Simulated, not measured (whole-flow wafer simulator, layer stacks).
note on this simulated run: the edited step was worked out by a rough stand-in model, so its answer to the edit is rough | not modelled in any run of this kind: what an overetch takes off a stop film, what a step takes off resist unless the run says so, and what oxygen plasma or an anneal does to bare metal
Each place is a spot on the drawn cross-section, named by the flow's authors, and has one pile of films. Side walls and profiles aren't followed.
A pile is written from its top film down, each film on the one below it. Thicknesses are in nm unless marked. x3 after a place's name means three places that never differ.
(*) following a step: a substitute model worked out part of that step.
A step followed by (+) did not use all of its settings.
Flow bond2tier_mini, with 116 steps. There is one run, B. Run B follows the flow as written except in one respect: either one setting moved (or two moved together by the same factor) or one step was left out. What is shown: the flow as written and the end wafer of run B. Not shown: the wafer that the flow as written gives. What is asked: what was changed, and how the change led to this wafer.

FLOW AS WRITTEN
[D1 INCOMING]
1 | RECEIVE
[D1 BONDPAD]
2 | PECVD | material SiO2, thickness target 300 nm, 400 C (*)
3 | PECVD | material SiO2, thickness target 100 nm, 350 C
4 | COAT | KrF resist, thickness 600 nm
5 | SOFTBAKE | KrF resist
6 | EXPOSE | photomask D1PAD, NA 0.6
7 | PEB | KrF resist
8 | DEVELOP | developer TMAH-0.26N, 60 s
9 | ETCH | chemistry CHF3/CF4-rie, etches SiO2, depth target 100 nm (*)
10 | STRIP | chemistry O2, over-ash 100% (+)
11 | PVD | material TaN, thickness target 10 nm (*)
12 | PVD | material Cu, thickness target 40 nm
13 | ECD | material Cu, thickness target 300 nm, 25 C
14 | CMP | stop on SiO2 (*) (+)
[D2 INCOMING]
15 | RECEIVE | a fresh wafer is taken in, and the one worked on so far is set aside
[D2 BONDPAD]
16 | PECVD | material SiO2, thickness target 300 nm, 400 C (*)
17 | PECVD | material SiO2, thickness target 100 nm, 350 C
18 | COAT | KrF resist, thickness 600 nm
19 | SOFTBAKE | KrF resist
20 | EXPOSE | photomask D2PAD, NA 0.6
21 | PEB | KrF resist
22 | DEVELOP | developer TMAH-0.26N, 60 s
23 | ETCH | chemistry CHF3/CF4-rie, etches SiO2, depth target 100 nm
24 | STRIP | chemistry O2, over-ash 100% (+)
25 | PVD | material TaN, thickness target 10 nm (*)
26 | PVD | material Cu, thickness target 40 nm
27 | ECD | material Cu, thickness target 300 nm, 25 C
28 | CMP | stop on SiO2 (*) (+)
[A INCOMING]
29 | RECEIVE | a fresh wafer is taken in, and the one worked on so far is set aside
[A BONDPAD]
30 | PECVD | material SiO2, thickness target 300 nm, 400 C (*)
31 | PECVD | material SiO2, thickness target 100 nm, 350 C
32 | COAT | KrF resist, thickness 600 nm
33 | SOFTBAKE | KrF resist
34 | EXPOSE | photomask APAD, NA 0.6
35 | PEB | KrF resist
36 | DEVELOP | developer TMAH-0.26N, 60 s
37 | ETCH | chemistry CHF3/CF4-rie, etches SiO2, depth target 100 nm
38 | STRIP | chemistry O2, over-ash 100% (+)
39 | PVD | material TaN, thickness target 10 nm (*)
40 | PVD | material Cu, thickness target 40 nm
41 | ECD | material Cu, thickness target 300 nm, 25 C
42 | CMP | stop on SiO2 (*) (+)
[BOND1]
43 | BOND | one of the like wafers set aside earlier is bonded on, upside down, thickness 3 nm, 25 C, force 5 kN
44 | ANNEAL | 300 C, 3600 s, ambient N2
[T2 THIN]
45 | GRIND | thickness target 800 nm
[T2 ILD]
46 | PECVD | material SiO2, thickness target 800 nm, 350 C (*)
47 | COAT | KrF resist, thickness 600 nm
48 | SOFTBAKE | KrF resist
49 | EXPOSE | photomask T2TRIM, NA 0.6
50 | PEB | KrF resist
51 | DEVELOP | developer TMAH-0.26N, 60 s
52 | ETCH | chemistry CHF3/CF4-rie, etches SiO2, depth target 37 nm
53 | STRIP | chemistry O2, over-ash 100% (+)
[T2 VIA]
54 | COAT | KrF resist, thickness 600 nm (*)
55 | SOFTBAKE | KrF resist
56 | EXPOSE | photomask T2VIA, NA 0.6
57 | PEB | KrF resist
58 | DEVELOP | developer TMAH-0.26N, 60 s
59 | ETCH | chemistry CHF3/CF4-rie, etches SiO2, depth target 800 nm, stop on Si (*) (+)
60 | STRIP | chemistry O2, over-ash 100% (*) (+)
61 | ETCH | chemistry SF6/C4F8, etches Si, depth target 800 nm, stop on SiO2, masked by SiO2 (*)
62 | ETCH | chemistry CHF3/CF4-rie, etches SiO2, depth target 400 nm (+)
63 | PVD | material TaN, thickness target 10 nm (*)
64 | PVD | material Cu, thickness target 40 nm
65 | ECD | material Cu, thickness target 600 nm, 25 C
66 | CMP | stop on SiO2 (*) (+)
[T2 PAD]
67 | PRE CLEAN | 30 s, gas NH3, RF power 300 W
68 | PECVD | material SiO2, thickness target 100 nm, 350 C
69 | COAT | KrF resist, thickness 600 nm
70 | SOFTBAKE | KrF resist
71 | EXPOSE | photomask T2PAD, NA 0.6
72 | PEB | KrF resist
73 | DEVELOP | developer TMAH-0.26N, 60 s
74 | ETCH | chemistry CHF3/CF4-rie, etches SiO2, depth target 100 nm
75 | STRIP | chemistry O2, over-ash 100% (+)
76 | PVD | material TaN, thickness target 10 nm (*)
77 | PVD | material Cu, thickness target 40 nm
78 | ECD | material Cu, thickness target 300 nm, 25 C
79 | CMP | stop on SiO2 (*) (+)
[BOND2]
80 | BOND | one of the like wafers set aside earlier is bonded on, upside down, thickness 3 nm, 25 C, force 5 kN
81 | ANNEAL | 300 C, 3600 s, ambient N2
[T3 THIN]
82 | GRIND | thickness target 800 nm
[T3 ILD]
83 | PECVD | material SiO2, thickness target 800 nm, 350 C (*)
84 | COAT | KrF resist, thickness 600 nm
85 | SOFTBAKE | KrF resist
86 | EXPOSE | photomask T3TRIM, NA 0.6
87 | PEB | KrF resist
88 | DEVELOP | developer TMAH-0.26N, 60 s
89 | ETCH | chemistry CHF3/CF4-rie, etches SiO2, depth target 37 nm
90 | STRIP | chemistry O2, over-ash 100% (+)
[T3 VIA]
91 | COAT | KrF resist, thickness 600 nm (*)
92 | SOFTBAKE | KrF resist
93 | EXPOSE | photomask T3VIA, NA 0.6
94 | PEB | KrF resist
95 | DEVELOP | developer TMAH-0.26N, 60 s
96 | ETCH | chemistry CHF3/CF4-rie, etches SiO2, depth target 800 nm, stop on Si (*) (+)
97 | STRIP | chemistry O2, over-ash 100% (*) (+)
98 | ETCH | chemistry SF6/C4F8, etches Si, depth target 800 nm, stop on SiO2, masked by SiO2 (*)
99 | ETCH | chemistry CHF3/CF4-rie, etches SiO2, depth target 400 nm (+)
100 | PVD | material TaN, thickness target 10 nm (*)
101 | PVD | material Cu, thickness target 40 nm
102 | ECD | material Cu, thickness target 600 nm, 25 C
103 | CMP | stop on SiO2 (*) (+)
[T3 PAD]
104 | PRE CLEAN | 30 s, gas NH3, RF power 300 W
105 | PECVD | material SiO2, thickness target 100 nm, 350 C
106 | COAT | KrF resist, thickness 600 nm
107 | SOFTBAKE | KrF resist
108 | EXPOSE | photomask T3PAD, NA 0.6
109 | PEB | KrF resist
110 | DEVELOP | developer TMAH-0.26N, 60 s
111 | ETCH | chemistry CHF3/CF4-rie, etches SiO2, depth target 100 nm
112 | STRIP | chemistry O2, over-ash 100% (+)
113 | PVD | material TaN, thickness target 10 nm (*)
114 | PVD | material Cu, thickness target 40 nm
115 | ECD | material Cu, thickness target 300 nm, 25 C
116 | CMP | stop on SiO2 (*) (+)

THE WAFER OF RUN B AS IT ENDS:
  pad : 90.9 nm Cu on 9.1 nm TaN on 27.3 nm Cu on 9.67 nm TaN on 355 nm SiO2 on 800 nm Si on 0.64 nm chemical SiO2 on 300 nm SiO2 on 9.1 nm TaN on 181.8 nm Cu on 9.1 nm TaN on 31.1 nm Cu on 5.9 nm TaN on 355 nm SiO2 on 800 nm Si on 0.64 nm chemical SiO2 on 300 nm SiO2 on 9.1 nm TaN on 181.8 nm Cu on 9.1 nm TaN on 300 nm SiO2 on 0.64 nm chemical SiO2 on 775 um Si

What caused this: step 63, PVD: thickness target 6.1 nm was run, though the flow has thickness target 10 nm.

The path from the change to this, step by step:
  63 | PVD | material TaN, thickness target 10 nm (*)
      field: +6.1 TaN (new film) (as written it would have been: +10 TaN (new film))
      pad: +5.9 TaN (new film) (as written it would have been: +9.67 TaN (new film))
  66 | CMP | stop on SiO2 (*) (+)
      field: -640 Cu (all of it), -6.1 TaN (all of it) (as written it would have been: -640 Cu (all of it), -10 TaN (all of it))
